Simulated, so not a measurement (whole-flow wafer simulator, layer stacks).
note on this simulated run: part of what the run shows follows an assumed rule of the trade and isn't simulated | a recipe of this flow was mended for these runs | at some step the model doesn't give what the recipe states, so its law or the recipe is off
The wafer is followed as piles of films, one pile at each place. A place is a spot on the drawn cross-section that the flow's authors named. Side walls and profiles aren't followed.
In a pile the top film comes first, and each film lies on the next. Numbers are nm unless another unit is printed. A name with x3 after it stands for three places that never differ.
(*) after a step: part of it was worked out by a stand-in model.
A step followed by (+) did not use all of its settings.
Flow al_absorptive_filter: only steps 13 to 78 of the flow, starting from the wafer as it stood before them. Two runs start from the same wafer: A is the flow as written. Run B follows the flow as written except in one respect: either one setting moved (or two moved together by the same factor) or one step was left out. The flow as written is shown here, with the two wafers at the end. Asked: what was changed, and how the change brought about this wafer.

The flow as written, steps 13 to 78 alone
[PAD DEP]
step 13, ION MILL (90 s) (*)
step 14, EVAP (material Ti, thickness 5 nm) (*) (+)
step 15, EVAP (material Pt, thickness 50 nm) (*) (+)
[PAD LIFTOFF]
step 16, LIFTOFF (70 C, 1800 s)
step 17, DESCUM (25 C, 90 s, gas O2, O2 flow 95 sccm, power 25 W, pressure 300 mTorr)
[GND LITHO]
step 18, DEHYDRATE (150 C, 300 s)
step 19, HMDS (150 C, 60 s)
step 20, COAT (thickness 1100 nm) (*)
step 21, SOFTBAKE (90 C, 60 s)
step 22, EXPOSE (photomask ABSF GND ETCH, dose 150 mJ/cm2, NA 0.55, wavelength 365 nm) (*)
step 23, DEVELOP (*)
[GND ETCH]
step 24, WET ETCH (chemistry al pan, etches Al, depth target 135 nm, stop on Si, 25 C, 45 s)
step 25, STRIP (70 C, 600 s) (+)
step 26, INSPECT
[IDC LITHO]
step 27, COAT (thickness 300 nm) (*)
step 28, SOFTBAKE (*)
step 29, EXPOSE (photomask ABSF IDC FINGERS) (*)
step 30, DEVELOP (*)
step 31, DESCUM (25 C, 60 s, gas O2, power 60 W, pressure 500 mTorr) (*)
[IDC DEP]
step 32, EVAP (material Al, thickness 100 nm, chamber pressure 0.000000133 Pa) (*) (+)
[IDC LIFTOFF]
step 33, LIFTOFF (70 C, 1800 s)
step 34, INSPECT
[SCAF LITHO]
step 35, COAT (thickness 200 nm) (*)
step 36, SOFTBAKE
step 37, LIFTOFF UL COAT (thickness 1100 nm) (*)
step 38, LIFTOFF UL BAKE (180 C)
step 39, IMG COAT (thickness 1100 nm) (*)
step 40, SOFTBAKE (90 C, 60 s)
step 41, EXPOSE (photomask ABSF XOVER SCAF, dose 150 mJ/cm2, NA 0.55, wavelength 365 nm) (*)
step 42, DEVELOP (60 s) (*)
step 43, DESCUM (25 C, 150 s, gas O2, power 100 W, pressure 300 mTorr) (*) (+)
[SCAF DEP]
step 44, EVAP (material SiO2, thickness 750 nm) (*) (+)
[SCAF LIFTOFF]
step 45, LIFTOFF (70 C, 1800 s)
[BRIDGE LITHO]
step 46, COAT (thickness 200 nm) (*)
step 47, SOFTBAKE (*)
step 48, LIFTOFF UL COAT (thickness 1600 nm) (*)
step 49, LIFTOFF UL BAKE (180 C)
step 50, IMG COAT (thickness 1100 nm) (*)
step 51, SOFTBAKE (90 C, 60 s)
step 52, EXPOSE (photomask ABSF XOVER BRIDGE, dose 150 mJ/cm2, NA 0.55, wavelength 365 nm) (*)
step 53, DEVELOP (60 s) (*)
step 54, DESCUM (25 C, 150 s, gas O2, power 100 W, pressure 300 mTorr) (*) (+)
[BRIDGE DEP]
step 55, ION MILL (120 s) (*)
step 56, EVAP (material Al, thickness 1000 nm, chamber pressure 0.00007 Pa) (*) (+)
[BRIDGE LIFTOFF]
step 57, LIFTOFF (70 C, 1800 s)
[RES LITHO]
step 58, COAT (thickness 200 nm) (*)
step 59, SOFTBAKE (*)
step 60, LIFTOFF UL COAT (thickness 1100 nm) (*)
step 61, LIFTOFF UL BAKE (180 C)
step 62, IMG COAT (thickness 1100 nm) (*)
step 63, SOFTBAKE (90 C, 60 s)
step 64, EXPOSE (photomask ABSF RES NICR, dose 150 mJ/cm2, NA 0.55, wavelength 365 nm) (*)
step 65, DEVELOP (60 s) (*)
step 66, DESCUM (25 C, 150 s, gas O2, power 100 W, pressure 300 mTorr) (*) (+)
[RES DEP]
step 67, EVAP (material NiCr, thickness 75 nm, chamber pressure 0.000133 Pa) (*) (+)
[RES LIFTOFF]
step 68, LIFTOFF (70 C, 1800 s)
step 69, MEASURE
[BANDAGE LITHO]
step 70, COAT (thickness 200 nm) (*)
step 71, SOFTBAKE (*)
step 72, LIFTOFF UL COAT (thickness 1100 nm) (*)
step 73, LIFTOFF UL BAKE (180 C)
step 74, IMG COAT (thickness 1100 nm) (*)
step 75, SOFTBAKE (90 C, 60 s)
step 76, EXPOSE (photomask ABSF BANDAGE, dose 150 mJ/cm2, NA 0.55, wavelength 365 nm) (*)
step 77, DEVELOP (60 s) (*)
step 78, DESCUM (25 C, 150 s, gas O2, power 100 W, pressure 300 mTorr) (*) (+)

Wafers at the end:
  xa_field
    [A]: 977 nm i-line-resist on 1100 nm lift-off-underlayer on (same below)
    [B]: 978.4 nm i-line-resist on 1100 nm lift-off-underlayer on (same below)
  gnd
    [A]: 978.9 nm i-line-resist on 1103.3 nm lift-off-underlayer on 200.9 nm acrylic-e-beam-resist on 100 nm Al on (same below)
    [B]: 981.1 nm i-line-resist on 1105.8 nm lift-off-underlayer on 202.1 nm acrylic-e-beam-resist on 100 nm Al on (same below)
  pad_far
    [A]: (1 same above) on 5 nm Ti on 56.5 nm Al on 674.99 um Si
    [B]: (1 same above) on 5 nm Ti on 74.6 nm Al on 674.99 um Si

The reason: step 13, ION MILL: 36 s was run, while the flow as written has 90 s.

The path from the change to this, step by step:
  step 13, ION MILL (90 s) (*)
      gnd, ledge, res and 9 more: A i-line-resist loses 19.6 | B i-line-resist loses 7.85
      pad_far, pad_near: A Al loses 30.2 | B Al loses 12.1
  step 27, COAT (thickness 300 nm) (*)
      pad_near: A e-beam-resist gains 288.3 (new film) | B e-beam-resist gains 282.5 (new film)
      ledge: A e-beam-resist gains 274.4 (new film) | B e-beam-resist gains 280.4 (new film)
  step 33, LIFTOFF (70 C, 1800 s)
      pad_near: A Al loses 100 (all of it), e-beam-resist loses 279.3 (all of it) | B Al loses 100 (all of it), e-beam-resist loses 273.5 (all of it)
      ledge: A Al loses 100 (all of it), e-beam-resist loses 265.3 (all of it) | B Al loses 100 (all of it), e-beam-resist loses 271.3 (all of it)
  step 35, COAT (thickness 200 nm) (*)
      ledge: A acrylic-e-beam-resist gains 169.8 (new film) | B acrylic-e-beam-resist gains 176 (new film)
  step 45, LIFTOFF (70 C, 1800 s)
      ledge: A SiO2 loses 750 (all of it), i-line-resist loses 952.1 (all of it), lift-off-underlayer loses 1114 (all of it), acrylic-e-beam-resist loses 169.8 (all of it) | B SiO2 loses 750 (all of it), i-line-resist loses 950.7 (all of it), lift-off-underlayer loses 1114.3 (all of it), acrylic-e-beam-resist loses 176 (all of it)
  step 46, COAT (thickness 200 nm) (*)
      ledge: A acrylic-e-beam-resist gains 169.8 (new film) | B acrylic-e-beam-resist gains 176 (new film)
  step 57, LIFTOFF (70 C, 1800 s)
      ledge: A Al loses 1000 (all of it), i-line-resist loses 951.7 (all of it), lift-off-underlayer loses 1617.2 (all of it), acrylic-e-beam-resist loses 169.8 (all of it) | B Al loses 1000 (all of it), i-line-resist loses 950.6 (all of it), lift-off-underlayer loses 1617.3 (all of it), acrylic-e-beam-resist loses 176 (all of it)
  step 58, COAT (thickness 200 nm) (*)
      ledge: A acrylic-e-beam-resist gains 169.8 (new film) | B acrylic-e-beam-resist gains 176 (new film)
  step 66, DESCUM (25 C, 150 s, gas O2, power 100 W, pressure 300 mTorr) (*) (+)
      ledge: A acrylic-e-beam-resist loses 169.8 (all of it) | B acrylic-e-beam-resist loses 176 (all of it)
  step 70, COAT (thickness 200 nm) (*)
      ledge: A acrylic-e-beam-resist gains 167 (new film) | B acrylic-e-beam-resist gains 173 (new film)
